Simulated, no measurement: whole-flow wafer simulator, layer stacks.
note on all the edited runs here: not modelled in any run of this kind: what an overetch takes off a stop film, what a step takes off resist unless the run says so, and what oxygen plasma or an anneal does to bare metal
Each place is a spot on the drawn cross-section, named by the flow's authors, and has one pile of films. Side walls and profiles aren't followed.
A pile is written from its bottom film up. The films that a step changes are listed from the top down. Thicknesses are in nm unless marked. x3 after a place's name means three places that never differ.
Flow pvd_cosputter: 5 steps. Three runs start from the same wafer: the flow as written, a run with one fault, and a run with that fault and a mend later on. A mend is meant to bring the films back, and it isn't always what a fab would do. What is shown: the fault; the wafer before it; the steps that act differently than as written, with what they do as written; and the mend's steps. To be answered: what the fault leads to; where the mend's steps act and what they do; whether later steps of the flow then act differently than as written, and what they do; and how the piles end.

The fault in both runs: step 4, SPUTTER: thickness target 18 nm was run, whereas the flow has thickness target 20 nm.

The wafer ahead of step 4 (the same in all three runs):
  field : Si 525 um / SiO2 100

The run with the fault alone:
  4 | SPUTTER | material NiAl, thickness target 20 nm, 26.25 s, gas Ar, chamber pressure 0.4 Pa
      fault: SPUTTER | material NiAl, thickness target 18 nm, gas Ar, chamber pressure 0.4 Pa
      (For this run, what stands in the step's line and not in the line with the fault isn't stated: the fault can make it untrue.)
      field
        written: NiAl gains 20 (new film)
        fault: NiAl gains 18 (new film)
  Every later step of the flow that is run acts as written at every place that is followed.
  At field, the piles at the end differ from the flow's by more than 2% or 0.5 nm, whichever is larger.
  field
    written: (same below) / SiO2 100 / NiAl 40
    fault: (same below) / SiO2 100 / NiAl 38

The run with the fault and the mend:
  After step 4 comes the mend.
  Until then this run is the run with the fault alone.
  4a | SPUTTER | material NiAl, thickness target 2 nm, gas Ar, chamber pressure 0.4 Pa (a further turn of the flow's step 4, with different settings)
      field
        NiAl gains 2
  Every later step of the flow that is run acts as written at every place that is followed.
  By the end, the piles equal the flow's at every place that both follow.
